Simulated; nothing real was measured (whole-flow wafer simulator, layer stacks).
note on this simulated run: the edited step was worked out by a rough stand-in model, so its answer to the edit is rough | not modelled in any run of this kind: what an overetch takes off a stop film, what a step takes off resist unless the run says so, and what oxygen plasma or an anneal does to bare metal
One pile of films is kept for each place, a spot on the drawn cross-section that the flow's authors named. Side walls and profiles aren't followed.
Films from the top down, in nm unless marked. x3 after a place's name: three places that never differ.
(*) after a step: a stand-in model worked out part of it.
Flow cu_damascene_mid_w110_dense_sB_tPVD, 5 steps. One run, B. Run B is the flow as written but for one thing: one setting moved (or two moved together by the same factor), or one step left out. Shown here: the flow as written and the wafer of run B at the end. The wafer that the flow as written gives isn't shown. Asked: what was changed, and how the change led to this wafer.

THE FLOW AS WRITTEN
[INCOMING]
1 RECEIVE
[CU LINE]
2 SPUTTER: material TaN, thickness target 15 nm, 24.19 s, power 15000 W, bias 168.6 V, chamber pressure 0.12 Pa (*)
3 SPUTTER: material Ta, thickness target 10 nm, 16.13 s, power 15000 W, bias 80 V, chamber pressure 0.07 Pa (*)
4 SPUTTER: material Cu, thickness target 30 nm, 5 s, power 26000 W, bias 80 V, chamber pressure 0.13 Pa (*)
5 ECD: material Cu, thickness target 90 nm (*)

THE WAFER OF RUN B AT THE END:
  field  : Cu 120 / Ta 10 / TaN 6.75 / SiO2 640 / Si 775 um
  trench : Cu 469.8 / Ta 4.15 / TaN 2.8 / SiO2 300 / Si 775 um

The cause: step 2, SPUTTER: 10.89 s was run, where the flow has 24.19 s.

How the change led to this, step by step:
  2 SPUTTER: material TaN, thickness target 15 nm, 24.19 s, power 15000 W, bias 168.6 V, chamber pressure 0.12 Pa (*)
      field: TaN +6.75 (new film) (as written it would be: TaN +15 (new film))
      trench: TaN +2.8 (new film) (as written it would be: TaN +6.23 (new film))
